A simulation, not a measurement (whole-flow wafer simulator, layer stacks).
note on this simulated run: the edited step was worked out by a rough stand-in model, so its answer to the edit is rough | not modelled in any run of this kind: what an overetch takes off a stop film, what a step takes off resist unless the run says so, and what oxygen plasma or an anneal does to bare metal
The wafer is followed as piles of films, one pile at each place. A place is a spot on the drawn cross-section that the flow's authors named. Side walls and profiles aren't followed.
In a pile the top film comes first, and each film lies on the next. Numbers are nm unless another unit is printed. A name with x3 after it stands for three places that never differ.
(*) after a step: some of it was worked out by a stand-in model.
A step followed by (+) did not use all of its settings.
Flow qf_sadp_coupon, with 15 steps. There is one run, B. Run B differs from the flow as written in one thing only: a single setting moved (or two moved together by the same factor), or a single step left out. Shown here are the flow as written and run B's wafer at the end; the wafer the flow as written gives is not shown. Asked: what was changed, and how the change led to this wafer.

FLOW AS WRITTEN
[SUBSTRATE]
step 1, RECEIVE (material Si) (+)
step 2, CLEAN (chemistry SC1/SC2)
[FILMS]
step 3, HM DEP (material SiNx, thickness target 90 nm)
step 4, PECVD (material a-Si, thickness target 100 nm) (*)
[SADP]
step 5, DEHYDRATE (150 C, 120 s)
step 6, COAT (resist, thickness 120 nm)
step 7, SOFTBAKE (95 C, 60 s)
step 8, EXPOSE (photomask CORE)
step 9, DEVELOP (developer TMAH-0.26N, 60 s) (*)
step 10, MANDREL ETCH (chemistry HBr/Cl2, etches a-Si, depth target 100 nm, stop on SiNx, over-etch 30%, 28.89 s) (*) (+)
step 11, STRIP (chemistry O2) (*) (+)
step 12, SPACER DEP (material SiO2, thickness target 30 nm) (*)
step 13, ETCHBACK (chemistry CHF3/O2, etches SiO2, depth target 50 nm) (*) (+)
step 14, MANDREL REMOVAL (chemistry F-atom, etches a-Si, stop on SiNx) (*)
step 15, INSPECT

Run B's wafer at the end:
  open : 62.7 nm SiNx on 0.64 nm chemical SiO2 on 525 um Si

What caused this: step 4, PECVD: thickness target 72.5 nm was run, though the flow has thickness target 100 nm.

The path from the change to this, step by step:
  step 4, PECVD (material a-Si, thickness target 100 nm) (*)
      m, open: +72.5 a-Si (new film) (as written it would have been: +100 a-Si (new film))
  step 10, MANDREL ETCH (chemistry HBr/Cl2, etches a-Si, depth target 100 nm, stop on SiNx, over-etch 30%, 28.89 s) (*) (+)
      open: -72.5 a-Si (all of it), -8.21 SiNx (as written it would have been: -100 a-Si (all of it), -4.29 SiNx)
  step 14, MANDREL REMOVAL (chemistry F-atom, etches a-Si, stop on SiNx) (*)
      m: -68.3 a-Si (all of it) (as written it would have been: -95.8 a-Si (all of it))
